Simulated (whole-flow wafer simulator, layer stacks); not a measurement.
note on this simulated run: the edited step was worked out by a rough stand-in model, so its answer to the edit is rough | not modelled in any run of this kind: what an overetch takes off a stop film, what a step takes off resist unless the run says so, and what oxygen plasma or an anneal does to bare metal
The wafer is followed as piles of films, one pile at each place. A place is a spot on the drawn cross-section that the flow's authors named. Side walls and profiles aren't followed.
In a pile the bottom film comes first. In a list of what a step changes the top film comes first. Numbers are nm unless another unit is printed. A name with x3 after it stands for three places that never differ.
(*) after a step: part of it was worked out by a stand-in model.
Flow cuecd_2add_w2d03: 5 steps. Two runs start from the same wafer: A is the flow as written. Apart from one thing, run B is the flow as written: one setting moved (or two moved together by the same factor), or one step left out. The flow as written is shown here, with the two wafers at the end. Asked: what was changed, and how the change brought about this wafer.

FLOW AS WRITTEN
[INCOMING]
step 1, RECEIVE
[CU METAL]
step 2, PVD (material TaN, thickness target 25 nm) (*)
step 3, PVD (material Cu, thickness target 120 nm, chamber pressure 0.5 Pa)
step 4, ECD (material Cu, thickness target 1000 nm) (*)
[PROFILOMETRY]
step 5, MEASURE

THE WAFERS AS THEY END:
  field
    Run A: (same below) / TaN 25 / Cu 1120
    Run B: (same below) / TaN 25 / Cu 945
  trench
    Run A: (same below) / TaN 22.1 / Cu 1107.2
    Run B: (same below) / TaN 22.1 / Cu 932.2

The reason: step 4, ECD: thickness target 825 nm was run, while the flow as written has thickness target 1000 nm.

How this came from the change, step by step:
  step 4, ECD (material Cu, thickness target 1000 nm) (*)
      field, trench: A +1000 Cu | B +825 Cu
